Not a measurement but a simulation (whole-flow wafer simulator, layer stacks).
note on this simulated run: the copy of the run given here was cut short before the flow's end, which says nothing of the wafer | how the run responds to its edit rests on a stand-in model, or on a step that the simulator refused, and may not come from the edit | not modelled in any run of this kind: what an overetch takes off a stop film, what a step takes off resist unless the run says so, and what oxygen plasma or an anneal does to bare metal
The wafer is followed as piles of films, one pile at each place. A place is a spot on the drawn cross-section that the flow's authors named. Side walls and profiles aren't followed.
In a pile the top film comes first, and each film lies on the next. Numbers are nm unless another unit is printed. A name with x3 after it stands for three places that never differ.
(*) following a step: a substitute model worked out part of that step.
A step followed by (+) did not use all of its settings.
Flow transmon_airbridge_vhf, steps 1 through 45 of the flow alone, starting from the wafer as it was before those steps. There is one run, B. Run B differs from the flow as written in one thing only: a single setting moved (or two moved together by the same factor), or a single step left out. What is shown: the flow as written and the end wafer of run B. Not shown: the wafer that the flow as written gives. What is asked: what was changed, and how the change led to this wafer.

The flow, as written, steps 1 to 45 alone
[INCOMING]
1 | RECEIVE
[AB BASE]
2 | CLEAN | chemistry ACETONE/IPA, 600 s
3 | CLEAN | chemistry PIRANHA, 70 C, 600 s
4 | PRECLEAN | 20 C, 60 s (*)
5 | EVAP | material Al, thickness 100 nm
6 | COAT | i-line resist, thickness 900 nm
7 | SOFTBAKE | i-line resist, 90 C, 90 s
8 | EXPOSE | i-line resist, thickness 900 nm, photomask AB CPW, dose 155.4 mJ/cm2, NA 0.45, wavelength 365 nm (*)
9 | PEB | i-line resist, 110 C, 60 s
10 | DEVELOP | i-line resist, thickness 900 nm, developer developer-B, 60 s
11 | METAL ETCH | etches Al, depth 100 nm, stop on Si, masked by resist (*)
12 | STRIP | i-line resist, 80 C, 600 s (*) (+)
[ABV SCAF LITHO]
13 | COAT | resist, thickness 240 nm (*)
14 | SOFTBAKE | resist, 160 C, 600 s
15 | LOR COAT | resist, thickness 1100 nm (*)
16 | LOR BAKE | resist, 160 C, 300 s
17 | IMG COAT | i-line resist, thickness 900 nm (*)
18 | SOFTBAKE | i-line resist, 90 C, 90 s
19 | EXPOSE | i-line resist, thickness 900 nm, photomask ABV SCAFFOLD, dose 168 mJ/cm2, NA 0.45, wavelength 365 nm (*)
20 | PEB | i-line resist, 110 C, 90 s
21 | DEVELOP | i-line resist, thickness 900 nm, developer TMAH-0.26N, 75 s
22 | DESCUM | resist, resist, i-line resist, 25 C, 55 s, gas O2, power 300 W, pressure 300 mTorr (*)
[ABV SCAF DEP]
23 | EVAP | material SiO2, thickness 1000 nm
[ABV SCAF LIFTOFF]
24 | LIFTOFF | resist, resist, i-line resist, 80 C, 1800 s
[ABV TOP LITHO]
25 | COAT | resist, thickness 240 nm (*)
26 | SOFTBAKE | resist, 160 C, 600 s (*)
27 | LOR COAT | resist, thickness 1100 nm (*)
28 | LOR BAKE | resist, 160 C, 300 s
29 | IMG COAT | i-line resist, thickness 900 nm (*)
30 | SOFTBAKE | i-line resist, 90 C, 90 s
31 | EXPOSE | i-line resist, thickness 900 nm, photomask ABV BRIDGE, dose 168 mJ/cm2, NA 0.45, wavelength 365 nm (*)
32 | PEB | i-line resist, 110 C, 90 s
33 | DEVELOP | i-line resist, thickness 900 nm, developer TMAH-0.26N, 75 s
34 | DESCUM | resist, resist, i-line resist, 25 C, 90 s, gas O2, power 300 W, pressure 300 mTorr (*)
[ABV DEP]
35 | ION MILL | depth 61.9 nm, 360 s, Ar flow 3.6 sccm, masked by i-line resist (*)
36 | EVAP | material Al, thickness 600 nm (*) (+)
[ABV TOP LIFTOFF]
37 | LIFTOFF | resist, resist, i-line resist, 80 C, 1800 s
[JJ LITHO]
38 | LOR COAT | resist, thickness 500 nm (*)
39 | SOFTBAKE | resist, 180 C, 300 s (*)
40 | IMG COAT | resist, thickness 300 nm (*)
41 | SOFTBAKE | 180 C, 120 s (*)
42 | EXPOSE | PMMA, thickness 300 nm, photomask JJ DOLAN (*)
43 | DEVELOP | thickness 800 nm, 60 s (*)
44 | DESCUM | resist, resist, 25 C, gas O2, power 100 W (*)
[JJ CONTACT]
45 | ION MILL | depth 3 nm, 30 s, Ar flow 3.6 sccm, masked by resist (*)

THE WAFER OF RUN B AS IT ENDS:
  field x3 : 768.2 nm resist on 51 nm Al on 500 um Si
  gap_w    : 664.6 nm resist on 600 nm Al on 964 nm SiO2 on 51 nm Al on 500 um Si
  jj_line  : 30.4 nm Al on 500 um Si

The reason: step 5, EVAP: thickness 151 nm was run, while the flow as written has thickness 100 nm.

How this came from the change, step by step:
  5 | EVAP | material Al, thickness 100 nm
      field x3, jj_line, ground_far and 12 more: +151 Al (new film) (it would be, as written: +100 Al (new film))
  11 | METAL ETCH | etches Al, depth 100 nm, stop on Si, masked by resist (*)
      field x3, jj_line, gap_w, gap_e: -100 Al (it would be, as written: -100 Al (all of it))
  45 | ION MILL | depth 3 nm, 30 s, Ar flow 3.6 sccm, masked by resist (*)
      jj_line: -20.6 Al (it would be, as written: -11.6 Si)
With metal films that touch counted as one body, field x3 has 1 body; the flow as written gives 0 bodies.
With metal films that touch counted as one body, gap_w has 2 bodies (between them, from the top down: SiO2 964); the flow as written gives 1 body.
With metal films that touch counted as one body, jj_line has 1 body; the flow as written gives 0 bodies.
